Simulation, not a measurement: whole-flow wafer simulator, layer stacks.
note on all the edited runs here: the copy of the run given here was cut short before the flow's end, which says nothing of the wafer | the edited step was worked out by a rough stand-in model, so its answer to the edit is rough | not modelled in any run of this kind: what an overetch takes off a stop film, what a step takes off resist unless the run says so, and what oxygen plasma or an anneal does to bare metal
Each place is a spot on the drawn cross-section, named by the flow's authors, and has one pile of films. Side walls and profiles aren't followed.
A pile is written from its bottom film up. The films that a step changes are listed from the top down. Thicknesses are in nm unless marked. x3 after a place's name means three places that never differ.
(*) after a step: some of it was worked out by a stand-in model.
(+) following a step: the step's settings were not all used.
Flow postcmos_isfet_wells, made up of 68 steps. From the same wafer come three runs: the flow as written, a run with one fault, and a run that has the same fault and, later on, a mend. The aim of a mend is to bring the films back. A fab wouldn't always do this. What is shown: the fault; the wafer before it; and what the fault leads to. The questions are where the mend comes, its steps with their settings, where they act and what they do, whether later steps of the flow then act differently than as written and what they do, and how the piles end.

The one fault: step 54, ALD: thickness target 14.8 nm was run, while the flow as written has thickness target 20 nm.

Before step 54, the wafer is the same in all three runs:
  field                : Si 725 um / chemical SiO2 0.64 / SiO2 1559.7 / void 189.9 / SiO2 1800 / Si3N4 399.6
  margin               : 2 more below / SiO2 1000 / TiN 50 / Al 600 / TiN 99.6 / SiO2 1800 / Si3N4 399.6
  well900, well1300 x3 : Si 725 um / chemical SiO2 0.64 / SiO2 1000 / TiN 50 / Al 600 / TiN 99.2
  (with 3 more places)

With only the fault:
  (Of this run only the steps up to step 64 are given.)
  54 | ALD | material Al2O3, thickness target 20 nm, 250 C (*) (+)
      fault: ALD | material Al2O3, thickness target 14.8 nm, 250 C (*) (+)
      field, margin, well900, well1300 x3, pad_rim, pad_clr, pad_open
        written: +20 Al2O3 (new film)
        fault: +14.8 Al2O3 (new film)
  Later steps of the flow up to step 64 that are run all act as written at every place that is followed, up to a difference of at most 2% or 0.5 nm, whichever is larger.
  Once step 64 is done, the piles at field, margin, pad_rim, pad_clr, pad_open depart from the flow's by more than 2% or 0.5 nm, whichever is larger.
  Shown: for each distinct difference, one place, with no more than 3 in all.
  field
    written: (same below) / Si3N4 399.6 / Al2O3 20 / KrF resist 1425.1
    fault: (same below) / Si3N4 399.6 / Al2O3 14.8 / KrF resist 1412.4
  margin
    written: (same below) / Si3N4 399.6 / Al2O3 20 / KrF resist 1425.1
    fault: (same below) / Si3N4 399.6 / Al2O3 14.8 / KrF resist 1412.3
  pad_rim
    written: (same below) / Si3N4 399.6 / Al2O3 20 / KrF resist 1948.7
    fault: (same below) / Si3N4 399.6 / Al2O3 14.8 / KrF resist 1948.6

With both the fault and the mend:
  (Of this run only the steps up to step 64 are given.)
  After step 54 comes the mend.
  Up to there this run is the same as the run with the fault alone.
  54a | ALD | material Al2O3, thickness target 5.2 nm, 250 C (*) (+) (a further turn of the flow's step 54, with different settings)
      field, margin, well900, well1300 x3, pad_rim, pad_clr, pad_open
        +5.2 Al2O3
  Later steps of the flow up to step 64 that are run all act as written at every place that is followed.
  Once step 64 is done, the piles equal the flow's at every place that both follow.
